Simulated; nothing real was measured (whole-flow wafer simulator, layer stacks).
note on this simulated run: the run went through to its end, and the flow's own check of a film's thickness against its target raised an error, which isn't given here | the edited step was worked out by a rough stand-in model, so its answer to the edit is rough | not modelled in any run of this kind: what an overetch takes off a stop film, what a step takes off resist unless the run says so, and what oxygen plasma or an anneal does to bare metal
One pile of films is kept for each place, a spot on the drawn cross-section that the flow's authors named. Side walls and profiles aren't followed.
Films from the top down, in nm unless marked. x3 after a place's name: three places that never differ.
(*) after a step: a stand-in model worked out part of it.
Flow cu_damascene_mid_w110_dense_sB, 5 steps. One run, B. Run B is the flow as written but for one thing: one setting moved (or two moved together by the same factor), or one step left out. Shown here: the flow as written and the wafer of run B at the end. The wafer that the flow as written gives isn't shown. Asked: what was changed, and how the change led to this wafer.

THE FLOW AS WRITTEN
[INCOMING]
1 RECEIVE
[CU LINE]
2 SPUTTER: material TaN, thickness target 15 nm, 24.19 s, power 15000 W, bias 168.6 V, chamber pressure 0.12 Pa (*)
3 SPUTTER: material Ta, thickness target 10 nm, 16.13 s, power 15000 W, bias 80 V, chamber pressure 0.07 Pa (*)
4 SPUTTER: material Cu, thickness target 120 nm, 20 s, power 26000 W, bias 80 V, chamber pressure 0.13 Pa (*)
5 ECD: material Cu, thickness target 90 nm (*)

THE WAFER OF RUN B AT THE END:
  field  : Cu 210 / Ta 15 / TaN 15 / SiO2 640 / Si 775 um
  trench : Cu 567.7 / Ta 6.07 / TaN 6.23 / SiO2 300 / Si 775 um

The cause: step 3, SPUTTER: thickness target 15 nm was run, where the flow has thickness target 10 nm; step 3, SPUTTER: 24.2 s was run, where the flow has 16.13 s.
It can be read off the wafer: field has Ta 15, and step 3 as written asks for 10 nm.

How the change led to this, step by step:
  3 SPUTTER: material Ta, thickness target 10 nm, 16.13 s, power 15000 W, bias 80 V, chamber pressure 0.07 Pa (*)
      field: Ta +15 (new film) (as written it would be: Ta +10 (new film))
      trench: Ta +6.07 (new film) (as written it would be: Ta +4.05 (new film))
